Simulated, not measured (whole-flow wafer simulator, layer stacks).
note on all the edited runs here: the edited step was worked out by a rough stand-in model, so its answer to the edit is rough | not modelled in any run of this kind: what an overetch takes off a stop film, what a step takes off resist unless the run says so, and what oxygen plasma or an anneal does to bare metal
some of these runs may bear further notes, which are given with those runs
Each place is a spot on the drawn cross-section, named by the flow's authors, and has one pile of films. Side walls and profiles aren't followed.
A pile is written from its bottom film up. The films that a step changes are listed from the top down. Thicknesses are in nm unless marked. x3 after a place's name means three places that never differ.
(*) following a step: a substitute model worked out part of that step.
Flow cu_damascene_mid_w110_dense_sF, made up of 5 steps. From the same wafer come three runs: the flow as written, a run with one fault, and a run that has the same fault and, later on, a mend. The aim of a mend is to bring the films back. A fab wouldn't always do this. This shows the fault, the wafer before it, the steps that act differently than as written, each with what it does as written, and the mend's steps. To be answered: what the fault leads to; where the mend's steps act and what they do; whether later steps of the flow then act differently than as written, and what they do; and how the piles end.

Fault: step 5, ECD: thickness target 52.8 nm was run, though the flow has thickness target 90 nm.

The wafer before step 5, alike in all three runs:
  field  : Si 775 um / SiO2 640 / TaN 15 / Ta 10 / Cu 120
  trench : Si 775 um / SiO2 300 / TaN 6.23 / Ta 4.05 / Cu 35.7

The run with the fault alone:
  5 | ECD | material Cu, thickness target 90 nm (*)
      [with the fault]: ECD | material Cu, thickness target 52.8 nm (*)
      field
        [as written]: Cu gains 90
        [with the fault]: Cu gains 52.8
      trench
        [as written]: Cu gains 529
        [with the fault]: Cu gains 491.8
  None of the later steps of the flow acts differently than as written at any place that is followed.
  At field, trench, the piles at the end differ from the flow's by more than 2% or 0.5 nm, whichever is larger.
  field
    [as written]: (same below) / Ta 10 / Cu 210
    [with the fault]: (same below) / Ta 10 / Cu 172.8
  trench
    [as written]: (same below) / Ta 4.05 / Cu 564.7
    [with the fault]: (same below) / Ta 4.05 / Cu 527.5

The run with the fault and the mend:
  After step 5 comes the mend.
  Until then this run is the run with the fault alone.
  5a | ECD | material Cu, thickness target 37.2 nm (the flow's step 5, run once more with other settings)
      field, trench
        Cu gains 37.2
  None of the later steps of the flow acts differently than as written at any place that is followed.
  The piles end the same as the flow's at every place that both follow.
